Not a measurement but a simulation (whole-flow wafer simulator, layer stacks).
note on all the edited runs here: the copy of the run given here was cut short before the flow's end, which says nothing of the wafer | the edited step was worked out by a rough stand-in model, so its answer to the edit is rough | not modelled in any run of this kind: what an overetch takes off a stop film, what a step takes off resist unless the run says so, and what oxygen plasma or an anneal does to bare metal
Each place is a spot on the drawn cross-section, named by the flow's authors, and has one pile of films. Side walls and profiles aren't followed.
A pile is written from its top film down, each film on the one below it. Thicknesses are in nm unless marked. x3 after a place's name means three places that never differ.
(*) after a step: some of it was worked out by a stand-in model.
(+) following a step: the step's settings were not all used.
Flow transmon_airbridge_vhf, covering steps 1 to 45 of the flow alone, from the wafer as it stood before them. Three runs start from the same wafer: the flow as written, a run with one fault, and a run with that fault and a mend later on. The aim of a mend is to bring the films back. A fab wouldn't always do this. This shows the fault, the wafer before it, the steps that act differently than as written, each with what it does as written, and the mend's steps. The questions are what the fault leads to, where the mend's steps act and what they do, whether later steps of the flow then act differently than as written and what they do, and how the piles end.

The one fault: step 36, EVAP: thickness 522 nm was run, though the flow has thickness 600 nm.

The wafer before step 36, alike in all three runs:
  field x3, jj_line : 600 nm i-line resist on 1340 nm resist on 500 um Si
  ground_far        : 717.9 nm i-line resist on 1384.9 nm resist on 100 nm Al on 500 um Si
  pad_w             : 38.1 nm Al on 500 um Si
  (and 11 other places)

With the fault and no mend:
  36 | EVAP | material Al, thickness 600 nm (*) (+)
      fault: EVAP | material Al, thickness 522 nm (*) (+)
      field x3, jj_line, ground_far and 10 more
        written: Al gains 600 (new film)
        fault: Al gains 522 (new film)
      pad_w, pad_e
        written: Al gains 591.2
        fault: Al gains 514.4
  Steps further on in the flow that do not act as written:
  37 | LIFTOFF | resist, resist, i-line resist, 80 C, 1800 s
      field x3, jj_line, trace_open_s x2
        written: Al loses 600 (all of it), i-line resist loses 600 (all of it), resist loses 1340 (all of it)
        fault: Al loses 522 (all of it), i-line resist loses 600 (all of it), resist loses 1340 (all of it)
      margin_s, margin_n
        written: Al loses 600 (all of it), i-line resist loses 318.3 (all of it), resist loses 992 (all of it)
        fault: Al loses 522 (all of it), i-line resist loses 318.3 (all of it), resist loses 992 (all of it)
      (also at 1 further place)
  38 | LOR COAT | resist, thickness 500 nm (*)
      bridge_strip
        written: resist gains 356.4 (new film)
        fault: resist gains 365 (new film)
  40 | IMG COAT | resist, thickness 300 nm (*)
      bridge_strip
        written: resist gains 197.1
        fault: resist gains 201.7
  By the end, the piles at pad_w, flank_w, gap_w, cpw_trace, gap_e, flank_e, pad_e, bridge_strip depart from the flow's by more than 2% or 0.5 nm, whichever is larger.
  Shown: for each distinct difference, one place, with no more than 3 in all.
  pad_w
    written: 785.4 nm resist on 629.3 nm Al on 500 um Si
    fault: 794.5 nm resist on 552.4 nm Al on 500 um Si
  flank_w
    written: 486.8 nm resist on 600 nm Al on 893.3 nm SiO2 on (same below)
    fault: 491.2 nm resist on 522 nm Al on 893.3 nm SiO2 on (same below)
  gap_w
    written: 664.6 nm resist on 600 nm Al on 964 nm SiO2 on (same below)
    fault: 670.5 nm resist on 522 nm Al on 964 nm SiO2 on (same below)

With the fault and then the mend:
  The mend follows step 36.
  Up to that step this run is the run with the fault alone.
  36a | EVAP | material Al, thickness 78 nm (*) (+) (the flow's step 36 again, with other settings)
      field x3, jj_line, ground_far and 10 more
        Al gains 78
      pad_w, pad_e
        Al gains 76.9
  Later steps of the flow that are run all act as written at every place that is followed, up to a difference of at most 2% or 0.5 nm, whichever is larger.
  At the end the piles are close to the flow's at the places that both follow, differing by at most 2% or 0.5 nm, whichever is larger.
